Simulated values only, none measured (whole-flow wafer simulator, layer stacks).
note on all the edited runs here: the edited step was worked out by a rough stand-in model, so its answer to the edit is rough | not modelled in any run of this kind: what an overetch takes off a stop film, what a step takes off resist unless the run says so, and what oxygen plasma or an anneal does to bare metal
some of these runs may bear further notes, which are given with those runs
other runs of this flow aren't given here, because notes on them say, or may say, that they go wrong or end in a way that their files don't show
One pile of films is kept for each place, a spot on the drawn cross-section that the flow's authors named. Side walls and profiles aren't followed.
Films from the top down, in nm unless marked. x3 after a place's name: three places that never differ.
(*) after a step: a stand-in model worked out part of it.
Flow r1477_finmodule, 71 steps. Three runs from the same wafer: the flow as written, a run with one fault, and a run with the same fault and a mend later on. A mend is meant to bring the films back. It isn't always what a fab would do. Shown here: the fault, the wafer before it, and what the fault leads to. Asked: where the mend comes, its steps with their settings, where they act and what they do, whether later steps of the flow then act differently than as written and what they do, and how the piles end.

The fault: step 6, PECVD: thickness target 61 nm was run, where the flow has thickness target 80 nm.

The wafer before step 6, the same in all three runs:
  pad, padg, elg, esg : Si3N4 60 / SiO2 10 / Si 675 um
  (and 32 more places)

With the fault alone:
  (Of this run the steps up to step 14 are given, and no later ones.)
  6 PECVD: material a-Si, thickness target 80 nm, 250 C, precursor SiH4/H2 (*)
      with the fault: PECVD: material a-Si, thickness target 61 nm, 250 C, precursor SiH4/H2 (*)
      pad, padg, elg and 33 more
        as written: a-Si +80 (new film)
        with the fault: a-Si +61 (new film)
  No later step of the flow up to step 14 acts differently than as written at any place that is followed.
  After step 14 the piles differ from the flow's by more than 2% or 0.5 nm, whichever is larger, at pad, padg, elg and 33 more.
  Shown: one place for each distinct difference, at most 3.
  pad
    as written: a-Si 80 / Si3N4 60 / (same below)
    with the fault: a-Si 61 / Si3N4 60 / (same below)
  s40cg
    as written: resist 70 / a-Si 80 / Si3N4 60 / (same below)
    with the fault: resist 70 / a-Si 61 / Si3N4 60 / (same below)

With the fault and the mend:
  The mend comes after step 7.
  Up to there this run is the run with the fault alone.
  7a ETCH: chemistry tmah, depth target 70.15 nm
      pad, padg, elg and 33 more
        a-Si -61 (all of it)
  7b PECVD: material a-Si, thickness target 80 nm, 250 C, precursor SiH4/H2 (*) (the flow's step 6 once more)
      pad, padg, elg and 33 more
        a-Si +80 (new film)
  No later step of the flow acts differently than as written at any place that is followed.
  At the end the piles are the same as the flow's at every place that both follow.
